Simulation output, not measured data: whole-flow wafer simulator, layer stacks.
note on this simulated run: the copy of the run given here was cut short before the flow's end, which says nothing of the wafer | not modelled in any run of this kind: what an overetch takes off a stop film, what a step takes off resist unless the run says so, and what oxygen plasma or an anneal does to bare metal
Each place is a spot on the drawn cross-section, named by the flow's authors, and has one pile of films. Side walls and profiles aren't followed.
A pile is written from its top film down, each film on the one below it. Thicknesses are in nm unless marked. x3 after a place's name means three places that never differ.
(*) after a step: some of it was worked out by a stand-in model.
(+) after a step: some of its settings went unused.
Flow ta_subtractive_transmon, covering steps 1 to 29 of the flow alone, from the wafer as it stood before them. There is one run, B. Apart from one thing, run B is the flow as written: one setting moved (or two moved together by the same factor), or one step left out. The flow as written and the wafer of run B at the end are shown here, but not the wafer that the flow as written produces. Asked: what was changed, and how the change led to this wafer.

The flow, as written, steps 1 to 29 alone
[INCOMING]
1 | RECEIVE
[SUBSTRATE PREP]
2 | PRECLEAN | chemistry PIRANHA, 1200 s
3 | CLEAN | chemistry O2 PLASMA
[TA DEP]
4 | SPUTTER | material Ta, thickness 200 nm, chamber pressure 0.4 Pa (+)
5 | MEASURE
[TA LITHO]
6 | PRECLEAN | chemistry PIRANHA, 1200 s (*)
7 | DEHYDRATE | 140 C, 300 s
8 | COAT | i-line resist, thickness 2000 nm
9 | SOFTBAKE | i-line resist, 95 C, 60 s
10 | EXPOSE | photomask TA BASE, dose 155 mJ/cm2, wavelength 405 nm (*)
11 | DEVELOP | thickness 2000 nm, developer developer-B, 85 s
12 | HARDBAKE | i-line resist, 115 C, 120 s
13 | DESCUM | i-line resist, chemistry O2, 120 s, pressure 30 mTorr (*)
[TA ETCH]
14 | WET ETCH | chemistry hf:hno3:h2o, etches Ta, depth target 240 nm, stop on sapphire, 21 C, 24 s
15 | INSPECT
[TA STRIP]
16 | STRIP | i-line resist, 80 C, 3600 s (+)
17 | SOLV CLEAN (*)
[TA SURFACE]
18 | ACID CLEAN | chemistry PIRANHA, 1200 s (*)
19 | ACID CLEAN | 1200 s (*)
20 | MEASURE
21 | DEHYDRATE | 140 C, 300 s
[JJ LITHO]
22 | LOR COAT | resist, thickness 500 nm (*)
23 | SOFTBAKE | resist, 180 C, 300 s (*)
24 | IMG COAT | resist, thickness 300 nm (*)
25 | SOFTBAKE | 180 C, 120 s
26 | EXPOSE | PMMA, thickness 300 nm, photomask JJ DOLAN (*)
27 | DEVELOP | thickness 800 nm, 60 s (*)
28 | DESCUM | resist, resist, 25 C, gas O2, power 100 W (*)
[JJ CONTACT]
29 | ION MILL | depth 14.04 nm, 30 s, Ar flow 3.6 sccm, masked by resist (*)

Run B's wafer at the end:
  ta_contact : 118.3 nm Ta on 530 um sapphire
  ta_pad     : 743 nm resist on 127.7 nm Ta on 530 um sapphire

What caused this: step 4, SPUTTER: thickness 128 nm was run, whereas the flow has thickness 200 nm.

How this came from the change, step by step:
  4 | SPUTTER | material Ta, thickness 200 nm, chamber pressure 0.4 Pa (+)
      field x2, jj_line, lead, ta_contact, ta_pad: +128 Ta (new film) (in the flow as written it would be: +200 Ta (new film))
  14 | WET ETCH | chemistry hf:hno3:h2o, etches Ta, depth target 240 nm, stop on sapphire, 21 C, 24 s
      field x2, jj_line, lead: -128 Ta (all of it) (in the flow as written it would be: -200 Ta (all of it))
  22 | LOR COAT | resist, thickness 500 nm (*)
      lead: +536 resist (new film) (in the flow as written it would be: +554.8 resist (new film))
      ta_contact: +462.8 resist (new film) (in the flow as written it would be: +443.8 resist (new film))
  24 | IMG COAT | resist, thickness 300 nm (*)
      ta_pad: +287.9 resist (in the flow as written it would be: +281.3 resist)
  27 | DEVELOP | thickness 800 nm, 60 s (*)
      lead: -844 resist (all of it) (in the flow as written it would be: -867.4 resist (all of it))
      ta_contact: -754.9 resist (all of it) (in the flow as written it would be: -731.2 resist (all of it))
